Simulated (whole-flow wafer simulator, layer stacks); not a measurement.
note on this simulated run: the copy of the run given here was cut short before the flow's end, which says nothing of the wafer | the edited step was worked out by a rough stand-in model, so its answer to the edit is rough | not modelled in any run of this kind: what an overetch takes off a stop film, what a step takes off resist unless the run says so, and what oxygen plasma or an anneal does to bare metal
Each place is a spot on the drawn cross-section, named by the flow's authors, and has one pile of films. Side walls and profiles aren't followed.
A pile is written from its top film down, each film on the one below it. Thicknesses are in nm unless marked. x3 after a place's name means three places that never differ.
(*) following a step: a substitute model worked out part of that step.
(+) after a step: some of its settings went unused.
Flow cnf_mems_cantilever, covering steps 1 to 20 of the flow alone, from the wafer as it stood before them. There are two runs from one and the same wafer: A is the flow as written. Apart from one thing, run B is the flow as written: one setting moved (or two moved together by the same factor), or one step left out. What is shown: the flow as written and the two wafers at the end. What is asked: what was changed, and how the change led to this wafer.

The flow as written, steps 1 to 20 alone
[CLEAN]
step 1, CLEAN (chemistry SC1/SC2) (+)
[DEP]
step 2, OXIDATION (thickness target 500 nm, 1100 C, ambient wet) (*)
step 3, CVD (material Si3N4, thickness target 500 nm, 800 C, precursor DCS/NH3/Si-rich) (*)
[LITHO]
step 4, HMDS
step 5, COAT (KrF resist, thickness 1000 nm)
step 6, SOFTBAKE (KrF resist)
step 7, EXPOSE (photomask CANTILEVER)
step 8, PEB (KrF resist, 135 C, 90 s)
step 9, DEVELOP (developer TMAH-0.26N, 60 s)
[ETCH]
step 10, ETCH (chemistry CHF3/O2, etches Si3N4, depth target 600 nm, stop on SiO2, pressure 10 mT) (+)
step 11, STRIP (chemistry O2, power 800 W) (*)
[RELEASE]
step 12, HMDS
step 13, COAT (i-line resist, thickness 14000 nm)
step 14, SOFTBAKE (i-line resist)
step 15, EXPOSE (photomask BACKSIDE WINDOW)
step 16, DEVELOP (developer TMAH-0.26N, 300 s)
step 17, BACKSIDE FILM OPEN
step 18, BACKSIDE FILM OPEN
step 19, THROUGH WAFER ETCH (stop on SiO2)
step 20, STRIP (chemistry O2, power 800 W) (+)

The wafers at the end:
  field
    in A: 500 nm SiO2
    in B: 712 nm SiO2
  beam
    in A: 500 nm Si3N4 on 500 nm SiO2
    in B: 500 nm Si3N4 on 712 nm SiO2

What caused this: step 2, OXIDATION: thickness target 712 nm was run, though the flow has thickness target 500 nm.
The wafer itself shows it: field has SiO2 712, and step 2 as written asks for 500 nm.

Step by step, how the change led to this:
  step 2, OXIDATION (thickness target 500 nm, 1100 C, ambient wet) (*)
      field, beam: A +500 SiO2 (new film), -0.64 chemical SiO2 (all of it), -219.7 Si | B +712 SiO2 (new film), -0.64 chemical SiO2 (all of it), -313 Si
  step 19, THROUGH WAFER ETCH (stop on SiO2)
      field: A under 1 film: -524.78 um Si (all of it) | B under 1 film: -524.69 um Si (all of it)
      beam: A under 2 films: -524.78 um Si (all of it) | B under 2 films: -524.69 um Si (all of it)
